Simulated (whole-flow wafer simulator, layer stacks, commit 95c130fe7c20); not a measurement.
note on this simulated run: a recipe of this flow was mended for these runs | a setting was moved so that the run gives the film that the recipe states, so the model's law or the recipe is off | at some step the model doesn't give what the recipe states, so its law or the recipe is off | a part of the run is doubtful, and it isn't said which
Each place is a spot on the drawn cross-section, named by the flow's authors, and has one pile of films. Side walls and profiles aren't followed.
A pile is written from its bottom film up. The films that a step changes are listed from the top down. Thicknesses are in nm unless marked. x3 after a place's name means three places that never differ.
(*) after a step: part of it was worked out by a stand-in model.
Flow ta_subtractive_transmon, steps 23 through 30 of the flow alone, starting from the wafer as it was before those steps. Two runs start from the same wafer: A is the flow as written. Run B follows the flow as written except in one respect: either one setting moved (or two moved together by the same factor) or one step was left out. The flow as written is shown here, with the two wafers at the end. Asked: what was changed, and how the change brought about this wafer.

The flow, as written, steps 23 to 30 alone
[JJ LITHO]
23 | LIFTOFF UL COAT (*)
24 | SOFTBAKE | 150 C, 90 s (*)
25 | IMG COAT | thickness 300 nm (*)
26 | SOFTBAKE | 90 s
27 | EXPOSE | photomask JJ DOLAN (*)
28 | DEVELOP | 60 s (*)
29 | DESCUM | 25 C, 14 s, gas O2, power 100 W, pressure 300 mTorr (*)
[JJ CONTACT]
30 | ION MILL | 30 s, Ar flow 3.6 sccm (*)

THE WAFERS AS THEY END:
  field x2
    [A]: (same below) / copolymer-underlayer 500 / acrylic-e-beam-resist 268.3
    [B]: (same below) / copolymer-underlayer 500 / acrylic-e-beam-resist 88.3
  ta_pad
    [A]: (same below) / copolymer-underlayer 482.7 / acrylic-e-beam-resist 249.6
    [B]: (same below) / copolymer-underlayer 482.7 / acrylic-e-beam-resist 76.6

The reason: step 25, IMG COAT: thickness 120 nm was run, whereas the flow has thickness 300 nm.

How this came from the change, step by step:
  25 | IMG COAT | thickness 300 nm (*)
      field x2, jj_line: A acrylic-e-beam-resist gains 300 (new film) | B acrylic-e-beam-resist gains 120 (new film)
      lead: A acrylic-e-beam-resist gains 312.5 (new film) | B acrylic-e-beam-resist gains 127 (new film)
      (and at 2 other places as well)
  28 | DEVELOP | 60 s (*)
      jj_line: A acrylic-e-beam-resist loses 300 (all of it), copolymer-underlayer loses 500 (all of it) | B acrylic-e-beam-resist loses 120 (all of it), copolymer-underlayer loses 500 (all of it)
      lead: A acrylic-e-beam-resist loses 312.5 (all of it), copolymer-underlayer loses 554.7 (all of it) | B acrylic-e-beam-resist loses 127 (all of it), copolymer-underlayer loses 554.7 (all of it)
      (and at 1 other place as well)
